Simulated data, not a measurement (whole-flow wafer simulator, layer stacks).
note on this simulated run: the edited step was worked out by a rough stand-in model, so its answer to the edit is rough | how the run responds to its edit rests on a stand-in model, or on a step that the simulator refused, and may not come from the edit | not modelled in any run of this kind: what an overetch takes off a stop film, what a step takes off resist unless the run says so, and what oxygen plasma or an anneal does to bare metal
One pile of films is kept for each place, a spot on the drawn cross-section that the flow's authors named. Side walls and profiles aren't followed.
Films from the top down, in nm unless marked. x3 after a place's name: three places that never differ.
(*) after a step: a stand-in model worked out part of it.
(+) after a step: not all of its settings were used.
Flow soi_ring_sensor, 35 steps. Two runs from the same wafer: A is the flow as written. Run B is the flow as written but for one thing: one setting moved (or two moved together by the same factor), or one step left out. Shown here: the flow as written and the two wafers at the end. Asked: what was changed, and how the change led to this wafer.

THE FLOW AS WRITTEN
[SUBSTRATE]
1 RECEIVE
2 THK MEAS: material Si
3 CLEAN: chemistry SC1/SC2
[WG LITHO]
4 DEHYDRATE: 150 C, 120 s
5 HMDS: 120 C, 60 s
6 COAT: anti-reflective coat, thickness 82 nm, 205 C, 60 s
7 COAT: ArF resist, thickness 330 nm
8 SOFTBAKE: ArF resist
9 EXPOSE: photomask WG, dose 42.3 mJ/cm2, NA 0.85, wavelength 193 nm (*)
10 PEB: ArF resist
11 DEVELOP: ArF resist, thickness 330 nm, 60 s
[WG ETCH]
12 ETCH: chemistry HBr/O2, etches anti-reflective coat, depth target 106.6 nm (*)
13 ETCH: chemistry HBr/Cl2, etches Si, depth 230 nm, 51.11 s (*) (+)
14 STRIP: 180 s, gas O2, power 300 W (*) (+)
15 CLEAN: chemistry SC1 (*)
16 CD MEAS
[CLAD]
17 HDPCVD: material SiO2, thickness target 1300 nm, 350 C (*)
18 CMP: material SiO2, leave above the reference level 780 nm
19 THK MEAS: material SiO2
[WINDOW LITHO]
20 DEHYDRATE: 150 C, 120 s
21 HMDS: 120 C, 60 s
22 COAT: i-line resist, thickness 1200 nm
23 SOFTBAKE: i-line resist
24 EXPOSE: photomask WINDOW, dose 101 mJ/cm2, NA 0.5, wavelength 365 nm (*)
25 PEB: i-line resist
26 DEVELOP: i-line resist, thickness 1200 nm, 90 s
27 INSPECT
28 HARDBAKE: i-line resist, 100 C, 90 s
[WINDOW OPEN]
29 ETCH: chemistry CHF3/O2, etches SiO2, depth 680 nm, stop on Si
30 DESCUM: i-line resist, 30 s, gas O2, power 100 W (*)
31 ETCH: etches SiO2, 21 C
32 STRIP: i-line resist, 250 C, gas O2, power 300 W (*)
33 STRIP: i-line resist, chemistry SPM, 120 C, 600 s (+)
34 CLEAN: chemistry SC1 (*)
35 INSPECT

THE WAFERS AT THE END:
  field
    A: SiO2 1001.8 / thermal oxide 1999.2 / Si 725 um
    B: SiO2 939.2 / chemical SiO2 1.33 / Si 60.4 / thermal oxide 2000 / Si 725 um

The cause: step 13, ETCH: depth 159 nm was run, where the flow has depth 230 nm; step 13, ETCH: 35.27 s was run, where the flow has 51.11 s.

How the change led to this, step by step:
  13 ETCH: chemistry HBr/Cl2, etches Si, depth 230 nm, 51.11 s (*) (+)
      gap, window, field, gap_clad: A Si -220 (all of it), thermal oxide -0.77 | B Si -159
      core, core_clad: A ArF resist -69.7 | B ArF resist -48.1
  14 STRIP: 180 s, gas O2, power 300 W (*) (+)
      gap, window, field, gap_clad: A nothing | B chemical SiO2 +1.33 (new film), Si -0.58
      core, core_clad: A ArF resist -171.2 (all of it), anti-reflective coat -82 (all of it), chemical SiO2 +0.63, Si -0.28 | B ArF resist -192.8 (all of it), anti-reflective coat -82 (all of it), chemical SiO2 +0.62, Si -0.27
  18 CMP: material SiO2, leave above the reference level 780 nm
      gap, window, field, gap_clad: A SiO2 -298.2 | B SiO2 -360.8
